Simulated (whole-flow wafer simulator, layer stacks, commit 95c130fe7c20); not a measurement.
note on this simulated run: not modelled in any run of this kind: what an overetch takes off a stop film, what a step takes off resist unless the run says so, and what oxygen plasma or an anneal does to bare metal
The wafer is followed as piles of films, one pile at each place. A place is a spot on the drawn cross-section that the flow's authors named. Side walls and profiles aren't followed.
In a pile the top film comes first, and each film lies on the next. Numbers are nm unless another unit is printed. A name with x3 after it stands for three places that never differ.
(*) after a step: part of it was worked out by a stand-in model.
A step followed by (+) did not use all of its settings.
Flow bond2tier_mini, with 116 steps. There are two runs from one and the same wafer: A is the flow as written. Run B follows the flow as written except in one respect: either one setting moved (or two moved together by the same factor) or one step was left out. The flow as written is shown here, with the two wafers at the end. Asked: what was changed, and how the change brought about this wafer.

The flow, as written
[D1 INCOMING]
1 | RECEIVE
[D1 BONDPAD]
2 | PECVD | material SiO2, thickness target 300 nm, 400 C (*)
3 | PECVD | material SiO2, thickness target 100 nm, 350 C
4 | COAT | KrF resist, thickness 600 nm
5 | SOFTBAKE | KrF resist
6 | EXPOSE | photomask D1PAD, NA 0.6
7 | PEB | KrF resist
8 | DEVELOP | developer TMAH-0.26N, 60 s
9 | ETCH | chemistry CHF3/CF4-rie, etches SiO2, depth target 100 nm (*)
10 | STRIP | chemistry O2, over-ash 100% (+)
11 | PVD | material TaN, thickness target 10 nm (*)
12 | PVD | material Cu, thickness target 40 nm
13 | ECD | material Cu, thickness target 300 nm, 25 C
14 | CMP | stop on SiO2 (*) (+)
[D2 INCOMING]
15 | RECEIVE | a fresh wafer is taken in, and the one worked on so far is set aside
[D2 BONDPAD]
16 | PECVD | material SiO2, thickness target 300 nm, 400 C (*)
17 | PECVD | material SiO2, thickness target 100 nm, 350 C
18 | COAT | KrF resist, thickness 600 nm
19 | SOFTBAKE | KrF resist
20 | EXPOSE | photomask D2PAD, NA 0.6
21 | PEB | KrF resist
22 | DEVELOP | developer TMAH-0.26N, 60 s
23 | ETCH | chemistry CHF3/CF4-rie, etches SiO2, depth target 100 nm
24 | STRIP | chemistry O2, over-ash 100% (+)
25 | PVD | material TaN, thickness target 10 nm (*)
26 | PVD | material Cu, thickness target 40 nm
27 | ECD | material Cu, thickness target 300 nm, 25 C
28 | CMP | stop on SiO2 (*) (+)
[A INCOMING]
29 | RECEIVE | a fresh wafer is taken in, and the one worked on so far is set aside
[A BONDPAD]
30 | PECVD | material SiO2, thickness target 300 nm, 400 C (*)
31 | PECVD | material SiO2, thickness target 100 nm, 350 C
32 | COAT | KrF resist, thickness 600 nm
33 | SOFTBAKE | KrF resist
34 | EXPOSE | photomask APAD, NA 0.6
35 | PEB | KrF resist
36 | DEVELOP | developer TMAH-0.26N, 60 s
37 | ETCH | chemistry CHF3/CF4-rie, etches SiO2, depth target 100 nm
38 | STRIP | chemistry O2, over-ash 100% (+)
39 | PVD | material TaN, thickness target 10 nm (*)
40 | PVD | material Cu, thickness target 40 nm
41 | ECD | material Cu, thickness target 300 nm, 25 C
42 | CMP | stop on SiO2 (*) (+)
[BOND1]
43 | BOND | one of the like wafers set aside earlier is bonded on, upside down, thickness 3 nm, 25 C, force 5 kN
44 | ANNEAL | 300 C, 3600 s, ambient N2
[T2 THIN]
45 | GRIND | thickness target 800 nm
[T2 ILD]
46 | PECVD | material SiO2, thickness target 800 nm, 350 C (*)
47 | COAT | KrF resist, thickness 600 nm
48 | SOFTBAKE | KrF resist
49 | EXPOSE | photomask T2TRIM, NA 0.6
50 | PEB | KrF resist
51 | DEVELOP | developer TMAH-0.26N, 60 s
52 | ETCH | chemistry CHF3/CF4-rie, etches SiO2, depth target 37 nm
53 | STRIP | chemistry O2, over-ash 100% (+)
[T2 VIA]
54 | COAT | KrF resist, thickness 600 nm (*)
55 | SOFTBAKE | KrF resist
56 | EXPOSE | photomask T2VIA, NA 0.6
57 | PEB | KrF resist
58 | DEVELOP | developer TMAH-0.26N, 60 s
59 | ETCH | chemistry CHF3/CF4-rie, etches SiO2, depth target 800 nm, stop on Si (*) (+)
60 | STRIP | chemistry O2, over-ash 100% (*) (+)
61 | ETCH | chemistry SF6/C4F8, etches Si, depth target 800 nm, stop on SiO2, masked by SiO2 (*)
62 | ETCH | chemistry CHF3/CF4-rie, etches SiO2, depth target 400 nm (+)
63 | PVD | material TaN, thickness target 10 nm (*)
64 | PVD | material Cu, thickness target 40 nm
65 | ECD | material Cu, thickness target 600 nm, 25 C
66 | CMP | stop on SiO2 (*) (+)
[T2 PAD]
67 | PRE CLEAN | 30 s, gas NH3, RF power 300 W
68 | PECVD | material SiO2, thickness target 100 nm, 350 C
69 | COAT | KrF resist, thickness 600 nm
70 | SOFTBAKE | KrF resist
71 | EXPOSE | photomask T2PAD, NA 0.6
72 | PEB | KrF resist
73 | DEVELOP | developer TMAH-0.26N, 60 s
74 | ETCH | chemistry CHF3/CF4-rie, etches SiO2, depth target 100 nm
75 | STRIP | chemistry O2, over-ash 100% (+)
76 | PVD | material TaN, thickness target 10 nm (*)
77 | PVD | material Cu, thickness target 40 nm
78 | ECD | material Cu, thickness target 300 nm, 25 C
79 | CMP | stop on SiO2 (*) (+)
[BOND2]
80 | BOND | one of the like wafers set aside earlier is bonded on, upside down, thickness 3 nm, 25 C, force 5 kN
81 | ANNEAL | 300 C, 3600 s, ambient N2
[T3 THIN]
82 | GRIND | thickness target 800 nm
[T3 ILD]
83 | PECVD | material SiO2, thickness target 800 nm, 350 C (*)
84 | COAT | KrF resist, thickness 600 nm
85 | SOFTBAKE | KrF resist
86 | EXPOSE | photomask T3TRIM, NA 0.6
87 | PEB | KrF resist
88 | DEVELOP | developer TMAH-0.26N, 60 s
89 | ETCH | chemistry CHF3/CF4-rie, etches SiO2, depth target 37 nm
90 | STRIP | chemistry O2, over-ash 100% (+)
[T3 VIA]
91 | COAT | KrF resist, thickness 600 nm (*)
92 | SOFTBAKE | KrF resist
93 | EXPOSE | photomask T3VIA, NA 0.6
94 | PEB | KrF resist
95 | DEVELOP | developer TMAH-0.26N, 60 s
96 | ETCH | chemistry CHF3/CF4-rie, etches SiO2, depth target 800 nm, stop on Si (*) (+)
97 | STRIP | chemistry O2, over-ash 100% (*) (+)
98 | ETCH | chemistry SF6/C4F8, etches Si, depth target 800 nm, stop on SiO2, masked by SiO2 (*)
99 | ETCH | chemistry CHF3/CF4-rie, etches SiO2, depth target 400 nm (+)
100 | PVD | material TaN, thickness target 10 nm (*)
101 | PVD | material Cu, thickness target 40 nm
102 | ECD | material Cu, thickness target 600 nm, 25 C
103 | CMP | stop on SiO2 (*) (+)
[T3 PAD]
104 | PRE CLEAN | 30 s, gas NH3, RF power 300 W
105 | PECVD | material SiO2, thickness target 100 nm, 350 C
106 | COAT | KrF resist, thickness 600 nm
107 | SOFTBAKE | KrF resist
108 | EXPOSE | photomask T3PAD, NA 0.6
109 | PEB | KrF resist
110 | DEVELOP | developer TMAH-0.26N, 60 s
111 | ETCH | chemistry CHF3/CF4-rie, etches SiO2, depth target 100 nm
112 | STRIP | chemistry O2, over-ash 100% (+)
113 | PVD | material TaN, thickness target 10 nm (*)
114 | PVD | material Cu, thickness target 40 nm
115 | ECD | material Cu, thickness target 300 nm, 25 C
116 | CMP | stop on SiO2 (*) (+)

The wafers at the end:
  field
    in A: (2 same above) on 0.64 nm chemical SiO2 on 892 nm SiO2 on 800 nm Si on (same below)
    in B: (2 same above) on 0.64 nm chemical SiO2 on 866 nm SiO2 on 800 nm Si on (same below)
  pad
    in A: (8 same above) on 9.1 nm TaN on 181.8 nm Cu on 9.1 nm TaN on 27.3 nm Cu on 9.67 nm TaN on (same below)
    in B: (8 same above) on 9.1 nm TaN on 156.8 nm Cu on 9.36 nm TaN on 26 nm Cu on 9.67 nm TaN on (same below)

What caused this: step 68, PECVD: thickness target 74 nm was run, while the flow as written has thickness target 100 nm.

The path from the change to this, step by step:
  68 | PECVD | material SiO2, thickness target 100 nm, 350 C
      field: A +100 SiO2 | B +74 SiO2
      pad: A +100 SiO2 (new film) | B +74 SiO2 (new film)
  74 | ETCH | chemistry CHF3/CF4-rie, etches SiO2, depth target 100 nm
      pad: A -100 SiO2 (all of it) | B -74 SiO2 (all of it), -1.3 Cu
  77 | PVD | material Cu, thickness target 40 nm
      pad: A +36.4 Cu (new film) | B +37.3 Cu (new film)
  78 | ECD | material Cu, thickness target 300 nm, 25 C
      pad: A +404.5 Cu | B +378.7 Cu
